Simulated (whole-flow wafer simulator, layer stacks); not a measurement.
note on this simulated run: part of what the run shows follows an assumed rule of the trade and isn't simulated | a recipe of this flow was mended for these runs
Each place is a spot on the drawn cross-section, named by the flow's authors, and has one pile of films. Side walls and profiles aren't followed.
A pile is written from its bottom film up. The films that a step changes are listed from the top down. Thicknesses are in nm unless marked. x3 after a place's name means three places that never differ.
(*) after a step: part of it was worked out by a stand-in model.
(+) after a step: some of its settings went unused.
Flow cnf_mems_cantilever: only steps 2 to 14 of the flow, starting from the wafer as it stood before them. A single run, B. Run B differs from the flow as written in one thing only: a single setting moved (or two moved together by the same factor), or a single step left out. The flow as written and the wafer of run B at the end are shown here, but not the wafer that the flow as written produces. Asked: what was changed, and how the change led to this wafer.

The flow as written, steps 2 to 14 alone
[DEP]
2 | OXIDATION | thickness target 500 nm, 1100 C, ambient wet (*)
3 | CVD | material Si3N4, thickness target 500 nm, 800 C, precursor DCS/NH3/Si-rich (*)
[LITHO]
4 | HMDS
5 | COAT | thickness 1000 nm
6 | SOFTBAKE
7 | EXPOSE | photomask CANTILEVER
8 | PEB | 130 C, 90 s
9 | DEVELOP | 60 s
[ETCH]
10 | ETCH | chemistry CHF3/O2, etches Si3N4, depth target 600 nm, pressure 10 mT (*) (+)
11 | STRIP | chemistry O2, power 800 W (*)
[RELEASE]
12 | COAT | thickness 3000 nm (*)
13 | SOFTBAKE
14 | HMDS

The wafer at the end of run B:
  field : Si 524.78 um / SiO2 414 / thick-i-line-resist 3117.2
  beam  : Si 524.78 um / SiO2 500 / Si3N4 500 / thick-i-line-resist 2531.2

The reason: step 10, ETCH: depth target 672 nm was run, though the flow has depth target 600 nm.

How this came from the change, step by step:
  10 | ETCH | chemistry CHF3/O2, etches Si3N4, depth target 600 nm, pressure 10 mT (*) (+)
      field: -500 Si3N4 (all of it), -86 SiO2 (as written it would have been: -500 Si3N4 (all of it), -50 SiO2)
      beam: -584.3 KrF-resist (as written it would have been: -521.7 KrF-resist)
  11 | STRIP | chemistry O2, power 800 W (*)
      beam: -398.3 KrF-resist (all of it) (as written it would have been: -460.9 KrF-resist (all of it))
  13 | SOFTBAKE
      field: +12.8 thick-i-line-resist (as written it would have been: +11.9 thick-i-line-resist)
      beam: -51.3 thick-i-line-resist (as written it would have been: -47.6 thick-i-line-resist)
